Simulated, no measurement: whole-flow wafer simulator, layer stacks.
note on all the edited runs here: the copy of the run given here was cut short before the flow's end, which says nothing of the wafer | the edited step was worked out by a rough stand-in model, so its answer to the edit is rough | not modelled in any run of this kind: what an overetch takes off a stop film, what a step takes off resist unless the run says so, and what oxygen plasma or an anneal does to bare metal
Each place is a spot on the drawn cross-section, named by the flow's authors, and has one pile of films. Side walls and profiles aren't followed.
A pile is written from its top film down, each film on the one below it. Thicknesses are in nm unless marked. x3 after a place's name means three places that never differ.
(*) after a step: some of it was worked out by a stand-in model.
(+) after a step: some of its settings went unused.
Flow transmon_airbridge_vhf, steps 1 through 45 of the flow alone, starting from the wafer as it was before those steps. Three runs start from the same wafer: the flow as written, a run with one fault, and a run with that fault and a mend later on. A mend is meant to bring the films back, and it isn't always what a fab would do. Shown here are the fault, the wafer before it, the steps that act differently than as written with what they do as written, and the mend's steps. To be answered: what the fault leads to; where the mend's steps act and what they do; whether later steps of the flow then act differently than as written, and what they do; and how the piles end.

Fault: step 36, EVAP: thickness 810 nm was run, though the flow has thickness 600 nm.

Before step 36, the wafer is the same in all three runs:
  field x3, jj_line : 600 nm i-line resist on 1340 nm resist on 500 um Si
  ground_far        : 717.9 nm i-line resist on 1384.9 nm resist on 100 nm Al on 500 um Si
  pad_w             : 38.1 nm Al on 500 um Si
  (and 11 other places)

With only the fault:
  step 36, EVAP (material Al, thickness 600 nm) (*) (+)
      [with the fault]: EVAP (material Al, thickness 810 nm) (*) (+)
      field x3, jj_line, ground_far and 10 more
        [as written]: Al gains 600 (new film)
        [with the fault]: Al gains 810 (new film)
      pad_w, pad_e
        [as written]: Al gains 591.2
        [with the fault]: Al gains 798.2
  Steps further on in the flow that do not act as written:
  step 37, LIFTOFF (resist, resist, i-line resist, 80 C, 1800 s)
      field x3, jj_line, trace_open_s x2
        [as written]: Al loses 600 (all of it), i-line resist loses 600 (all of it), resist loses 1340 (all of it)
        [with the fault]: Al loses 810 (all of it), i-line resist loses 600 (all of it), resist loses 1340 (all of it)
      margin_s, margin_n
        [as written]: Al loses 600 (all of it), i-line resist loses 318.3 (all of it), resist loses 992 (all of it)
        [with the fault]: Al loses 810 (all of it), i-line resist loses 318.3 (all of it), resist loses 992 (all of it)
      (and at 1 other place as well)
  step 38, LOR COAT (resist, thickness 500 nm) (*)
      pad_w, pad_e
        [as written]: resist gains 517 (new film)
        [with the fault]: resist gains 502 (new film)
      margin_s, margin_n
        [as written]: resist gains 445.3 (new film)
        [with the fault]: resist gains 460.8 (new film)
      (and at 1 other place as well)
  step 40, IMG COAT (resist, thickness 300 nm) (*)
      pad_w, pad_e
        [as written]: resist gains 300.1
        [with the fault]: resist gains 291.8
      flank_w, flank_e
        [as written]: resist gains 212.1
        [with the fault]: resist gains 205.3
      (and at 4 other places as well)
  By the end, the piles at pad_w, flank_w, gap_w and 7 more depart from the flow's by more than 2% or 0.5 nm, whichever is larger.
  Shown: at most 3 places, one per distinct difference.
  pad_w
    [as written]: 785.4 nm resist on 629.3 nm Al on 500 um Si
    [with the fault]: 762 nm resist on 836.2 nm Al on 500 um Si
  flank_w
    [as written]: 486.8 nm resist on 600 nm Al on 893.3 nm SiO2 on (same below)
    [with the fault]: 474.9 nm resist on 810 nm Al on 893.3 nm SiO2 on (same below)
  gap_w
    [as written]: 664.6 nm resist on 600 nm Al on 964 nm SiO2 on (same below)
    [with the fault]: 649.1 nm resist on 810 nm Al on 964 nm SiO2 on (same below)

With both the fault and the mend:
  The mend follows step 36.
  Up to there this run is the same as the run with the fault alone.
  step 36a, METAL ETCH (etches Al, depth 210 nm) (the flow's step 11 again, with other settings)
      field x3, jj_line, ground_far and 12 more
        Al loses 210
  None of the later steps of the flow differs from how it acts as written, at any place that is followed, by more than 2% or 0.5 nm, whichever is larger.
  The piles end only slightly different from the flow's at the places that both follow, by no more than 2% or 0.5 nm, whichever is larger.
